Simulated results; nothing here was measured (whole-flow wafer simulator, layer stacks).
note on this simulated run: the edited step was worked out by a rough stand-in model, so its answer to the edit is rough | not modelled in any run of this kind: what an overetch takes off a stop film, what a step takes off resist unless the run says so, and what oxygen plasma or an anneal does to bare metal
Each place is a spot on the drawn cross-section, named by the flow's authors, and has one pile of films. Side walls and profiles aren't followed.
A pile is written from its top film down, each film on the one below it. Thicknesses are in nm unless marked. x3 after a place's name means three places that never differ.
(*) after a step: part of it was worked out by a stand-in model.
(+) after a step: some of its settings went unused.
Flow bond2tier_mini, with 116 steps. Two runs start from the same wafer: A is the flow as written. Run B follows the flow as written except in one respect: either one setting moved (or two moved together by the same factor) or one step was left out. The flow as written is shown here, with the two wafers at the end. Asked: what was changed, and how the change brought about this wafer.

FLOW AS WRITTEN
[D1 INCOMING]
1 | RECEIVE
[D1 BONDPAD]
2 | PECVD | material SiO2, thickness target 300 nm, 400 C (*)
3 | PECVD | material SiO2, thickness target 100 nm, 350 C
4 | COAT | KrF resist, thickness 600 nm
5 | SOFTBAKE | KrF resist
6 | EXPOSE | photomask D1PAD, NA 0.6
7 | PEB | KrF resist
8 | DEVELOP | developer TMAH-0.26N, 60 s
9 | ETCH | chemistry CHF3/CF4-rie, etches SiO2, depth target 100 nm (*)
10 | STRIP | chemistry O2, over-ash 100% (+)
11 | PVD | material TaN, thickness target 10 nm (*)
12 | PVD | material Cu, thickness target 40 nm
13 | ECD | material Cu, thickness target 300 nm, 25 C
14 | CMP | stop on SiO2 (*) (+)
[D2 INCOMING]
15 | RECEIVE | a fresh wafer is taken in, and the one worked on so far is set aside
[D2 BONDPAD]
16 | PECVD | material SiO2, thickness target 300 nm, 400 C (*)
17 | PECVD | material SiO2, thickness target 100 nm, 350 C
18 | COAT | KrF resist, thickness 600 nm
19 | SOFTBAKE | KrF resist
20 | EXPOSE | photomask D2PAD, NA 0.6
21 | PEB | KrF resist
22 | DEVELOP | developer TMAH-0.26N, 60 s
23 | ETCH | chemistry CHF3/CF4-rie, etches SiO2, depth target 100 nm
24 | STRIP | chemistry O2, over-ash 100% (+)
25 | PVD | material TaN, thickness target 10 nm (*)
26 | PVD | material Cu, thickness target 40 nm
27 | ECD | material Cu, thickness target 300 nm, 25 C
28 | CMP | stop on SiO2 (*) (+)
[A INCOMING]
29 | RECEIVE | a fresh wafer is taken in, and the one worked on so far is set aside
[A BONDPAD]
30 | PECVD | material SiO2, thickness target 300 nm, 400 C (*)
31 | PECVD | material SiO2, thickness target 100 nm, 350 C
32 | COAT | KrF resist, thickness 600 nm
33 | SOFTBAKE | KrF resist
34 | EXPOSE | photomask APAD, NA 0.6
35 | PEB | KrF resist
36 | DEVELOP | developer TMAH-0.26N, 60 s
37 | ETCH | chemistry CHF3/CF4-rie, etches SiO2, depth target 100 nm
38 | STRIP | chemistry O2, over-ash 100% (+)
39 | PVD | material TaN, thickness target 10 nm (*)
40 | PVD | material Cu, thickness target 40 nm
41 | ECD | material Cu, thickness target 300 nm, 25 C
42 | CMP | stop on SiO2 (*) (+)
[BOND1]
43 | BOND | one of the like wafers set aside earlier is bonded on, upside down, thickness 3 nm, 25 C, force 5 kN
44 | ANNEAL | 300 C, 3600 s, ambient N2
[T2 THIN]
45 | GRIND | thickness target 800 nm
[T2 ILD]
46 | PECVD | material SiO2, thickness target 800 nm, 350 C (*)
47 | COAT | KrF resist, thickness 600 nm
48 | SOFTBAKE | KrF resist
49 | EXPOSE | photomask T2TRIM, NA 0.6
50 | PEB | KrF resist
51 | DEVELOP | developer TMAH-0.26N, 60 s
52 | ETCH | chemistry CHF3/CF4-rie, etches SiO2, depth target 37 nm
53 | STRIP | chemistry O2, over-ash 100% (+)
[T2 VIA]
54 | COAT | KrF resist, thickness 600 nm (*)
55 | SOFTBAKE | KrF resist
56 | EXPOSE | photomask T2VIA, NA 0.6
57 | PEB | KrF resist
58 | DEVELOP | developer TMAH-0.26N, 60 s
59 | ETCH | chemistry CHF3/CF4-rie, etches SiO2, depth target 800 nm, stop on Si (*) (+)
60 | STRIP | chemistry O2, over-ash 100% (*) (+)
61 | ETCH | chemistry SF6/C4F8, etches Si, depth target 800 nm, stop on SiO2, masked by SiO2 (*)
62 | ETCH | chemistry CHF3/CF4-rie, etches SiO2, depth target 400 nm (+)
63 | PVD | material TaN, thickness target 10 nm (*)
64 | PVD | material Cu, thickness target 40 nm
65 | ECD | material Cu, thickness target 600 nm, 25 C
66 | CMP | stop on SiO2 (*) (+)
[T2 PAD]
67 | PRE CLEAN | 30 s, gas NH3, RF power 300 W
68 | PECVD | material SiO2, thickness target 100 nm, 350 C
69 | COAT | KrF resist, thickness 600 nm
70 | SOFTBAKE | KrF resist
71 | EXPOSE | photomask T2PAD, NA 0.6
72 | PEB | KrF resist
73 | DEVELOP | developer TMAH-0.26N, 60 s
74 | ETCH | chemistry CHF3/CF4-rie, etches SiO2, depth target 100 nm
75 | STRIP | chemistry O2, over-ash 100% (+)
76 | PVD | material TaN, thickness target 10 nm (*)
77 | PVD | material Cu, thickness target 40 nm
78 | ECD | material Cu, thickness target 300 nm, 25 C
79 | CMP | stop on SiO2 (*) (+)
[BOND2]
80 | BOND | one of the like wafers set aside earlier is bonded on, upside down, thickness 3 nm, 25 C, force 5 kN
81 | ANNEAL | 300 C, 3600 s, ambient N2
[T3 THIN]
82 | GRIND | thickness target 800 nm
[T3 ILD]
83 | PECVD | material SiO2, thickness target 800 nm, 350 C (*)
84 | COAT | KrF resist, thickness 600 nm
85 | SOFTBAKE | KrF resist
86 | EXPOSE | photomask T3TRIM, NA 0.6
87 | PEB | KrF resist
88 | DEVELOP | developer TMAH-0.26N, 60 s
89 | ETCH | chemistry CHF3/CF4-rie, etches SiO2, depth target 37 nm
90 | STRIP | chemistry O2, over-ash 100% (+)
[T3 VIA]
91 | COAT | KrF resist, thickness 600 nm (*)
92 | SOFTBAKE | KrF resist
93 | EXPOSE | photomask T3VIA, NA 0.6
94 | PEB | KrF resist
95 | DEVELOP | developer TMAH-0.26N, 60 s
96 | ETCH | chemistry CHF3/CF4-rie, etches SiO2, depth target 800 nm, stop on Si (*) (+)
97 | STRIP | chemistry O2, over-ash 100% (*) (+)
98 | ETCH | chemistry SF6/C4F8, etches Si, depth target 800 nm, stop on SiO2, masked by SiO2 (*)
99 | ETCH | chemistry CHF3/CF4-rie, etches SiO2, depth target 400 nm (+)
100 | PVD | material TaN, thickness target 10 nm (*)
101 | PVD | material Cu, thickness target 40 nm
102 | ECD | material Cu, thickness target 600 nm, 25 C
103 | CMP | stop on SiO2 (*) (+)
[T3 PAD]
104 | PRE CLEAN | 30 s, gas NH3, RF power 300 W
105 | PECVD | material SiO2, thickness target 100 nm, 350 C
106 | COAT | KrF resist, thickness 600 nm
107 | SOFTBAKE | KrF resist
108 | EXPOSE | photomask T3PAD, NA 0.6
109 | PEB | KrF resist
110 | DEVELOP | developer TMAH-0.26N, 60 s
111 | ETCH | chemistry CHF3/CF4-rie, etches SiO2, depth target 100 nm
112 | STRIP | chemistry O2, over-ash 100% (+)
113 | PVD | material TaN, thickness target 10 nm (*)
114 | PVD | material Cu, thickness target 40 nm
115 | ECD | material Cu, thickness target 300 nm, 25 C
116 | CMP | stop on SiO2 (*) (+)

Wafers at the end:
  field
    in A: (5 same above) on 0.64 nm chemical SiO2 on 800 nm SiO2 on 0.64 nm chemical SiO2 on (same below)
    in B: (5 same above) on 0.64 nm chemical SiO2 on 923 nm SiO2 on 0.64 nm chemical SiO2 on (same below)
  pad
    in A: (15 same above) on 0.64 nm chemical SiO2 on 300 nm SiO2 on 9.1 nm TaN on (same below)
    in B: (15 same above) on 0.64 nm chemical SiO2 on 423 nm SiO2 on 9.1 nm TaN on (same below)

What caused this: step 2, PECVD: thickness target 423 nm was run, while the flow as written has thickness target 300 nm.
The wafer lets one read it off: pad has SiO2 423, and step 2 as written asks for 300 nm.

How this came from the change, step by step:
  2 | PECVD | material SiO2, thickness target 300 nm, 400 C (*)
      field, pad, via: A SiO2 gains 300 (new film) | B SiO2 gains 423 (new film)
  43 | BOND | one of the like wafers set aside earlier is bonded on, upside down, thickness 3 nm, 25 C, force 5 kN
      field: A Si gains 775 um (new film), chemical SiO2 gains 0.64 (new film), SiO2 gains 400 | B Si gains 775 um (new film), chemical SiO2 gains 0.64 (new film), SiO2 gains 523
      pad: A Si gains 775 um (new film), chemical SiO2 gains 0.64 (new film), SiO2 gains 300 (new film), TaN gains 9.1 (new film), Cu gains 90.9 | B Si gains 775 um (new film), chemical SiO2 gains 0.64 (new film), SiO2 gains 423 (new film), TaN gains 9.1 (new film), Cu gains 90.9
      (also at 1 further place)
